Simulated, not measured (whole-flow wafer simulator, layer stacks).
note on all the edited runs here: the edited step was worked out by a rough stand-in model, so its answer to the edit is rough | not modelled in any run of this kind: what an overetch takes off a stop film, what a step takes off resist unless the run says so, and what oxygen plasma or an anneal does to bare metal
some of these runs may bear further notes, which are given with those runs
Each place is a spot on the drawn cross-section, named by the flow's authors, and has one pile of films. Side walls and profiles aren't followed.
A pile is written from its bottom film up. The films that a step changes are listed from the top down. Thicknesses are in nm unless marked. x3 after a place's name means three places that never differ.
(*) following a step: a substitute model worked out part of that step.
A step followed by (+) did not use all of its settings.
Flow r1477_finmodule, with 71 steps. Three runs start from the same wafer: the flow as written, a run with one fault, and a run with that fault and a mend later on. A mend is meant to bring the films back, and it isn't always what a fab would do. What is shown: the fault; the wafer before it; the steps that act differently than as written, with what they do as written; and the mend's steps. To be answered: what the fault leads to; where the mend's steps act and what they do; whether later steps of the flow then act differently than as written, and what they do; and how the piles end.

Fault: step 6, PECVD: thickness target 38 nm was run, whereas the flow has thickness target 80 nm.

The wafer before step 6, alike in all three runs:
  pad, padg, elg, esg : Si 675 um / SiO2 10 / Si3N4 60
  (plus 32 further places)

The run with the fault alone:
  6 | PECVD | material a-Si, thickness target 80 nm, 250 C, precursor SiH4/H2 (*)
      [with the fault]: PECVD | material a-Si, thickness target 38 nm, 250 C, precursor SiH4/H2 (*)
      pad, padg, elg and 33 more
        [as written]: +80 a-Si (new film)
        [with the fault]: +38 a-Si (new film)
  Later steps of the flow acting differently than as written (not shown: 2 more steps that differ only slightly, by at most 2% or 0.5 nm, whichever is larger):
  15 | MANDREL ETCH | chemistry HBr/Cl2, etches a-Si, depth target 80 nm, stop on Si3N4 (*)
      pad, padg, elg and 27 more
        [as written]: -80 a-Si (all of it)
        [with the fault]: -38 a-Si (all of it)
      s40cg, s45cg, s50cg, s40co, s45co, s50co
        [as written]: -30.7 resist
        [with the fault]: -21.9 resist
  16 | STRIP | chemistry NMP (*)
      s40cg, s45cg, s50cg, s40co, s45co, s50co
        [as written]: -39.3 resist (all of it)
        [with the fault]: -48.1 resist (all of it)
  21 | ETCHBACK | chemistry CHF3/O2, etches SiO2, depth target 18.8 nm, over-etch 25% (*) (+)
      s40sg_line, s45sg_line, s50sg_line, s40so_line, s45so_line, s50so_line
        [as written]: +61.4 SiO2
        [with the fault]: +19.4 SiO2
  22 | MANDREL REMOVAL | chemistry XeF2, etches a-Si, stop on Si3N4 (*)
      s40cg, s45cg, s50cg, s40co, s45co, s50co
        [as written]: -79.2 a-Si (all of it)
        [with the fault]: -37.2 a-Si (all of it)
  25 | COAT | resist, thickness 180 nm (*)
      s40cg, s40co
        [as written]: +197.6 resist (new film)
        [with the fault]: +187.1 resist (new film)
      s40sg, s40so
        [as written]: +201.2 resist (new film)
        [with the fault]: +190.7 resist (new film)
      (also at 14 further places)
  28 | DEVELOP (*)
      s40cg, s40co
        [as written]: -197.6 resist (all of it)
        [with the fault]: -187.1 resist (all of it)
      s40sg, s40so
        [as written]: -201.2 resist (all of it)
        [with the fault]: -190.7 resist (all of it)
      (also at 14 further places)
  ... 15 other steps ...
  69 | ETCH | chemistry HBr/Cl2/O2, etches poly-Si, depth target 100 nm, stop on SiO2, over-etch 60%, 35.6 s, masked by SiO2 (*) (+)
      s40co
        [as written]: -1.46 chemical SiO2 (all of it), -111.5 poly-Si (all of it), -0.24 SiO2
        [with the fault]: -1.4 chemical SiO2 (all of it), -141.3 poly-Si (all of it), -0.09 SiO2
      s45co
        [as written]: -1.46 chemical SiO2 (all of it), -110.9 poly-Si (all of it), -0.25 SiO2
        [with the fault]: -1.4 chemical SiO2 (all of it), -141.3 poly-Si (all of it), -0.09 SiO2
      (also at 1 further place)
  By the end, the piles at pad, padg, elg and 27 more depart from the flow's by more than 2% or 0.5 nm, whichever is larger.
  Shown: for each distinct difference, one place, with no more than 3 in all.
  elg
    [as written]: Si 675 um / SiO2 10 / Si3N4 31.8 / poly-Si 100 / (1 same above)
    [with the fault]: Si 674.99 um / SiO2 3 / poly-Si 100 / (1 same above)
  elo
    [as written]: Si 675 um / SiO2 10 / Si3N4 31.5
    [with the fault]: Si 674.99 um / SiO2 2.58
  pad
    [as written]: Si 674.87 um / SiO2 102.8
    [with the fault]: Si 674.87 um / SiO2 80

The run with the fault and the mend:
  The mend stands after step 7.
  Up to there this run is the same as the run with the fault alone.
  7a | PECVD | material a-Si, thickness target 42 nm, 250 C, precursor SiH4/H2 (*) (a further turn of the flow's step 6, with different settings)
      pad, padg, elg and 33 more
        +42 a-Si
  None of the later steps of the flow acts differently than as written at any place that is followed.
  By the end, the piles equal the flow's at every place that both follow.
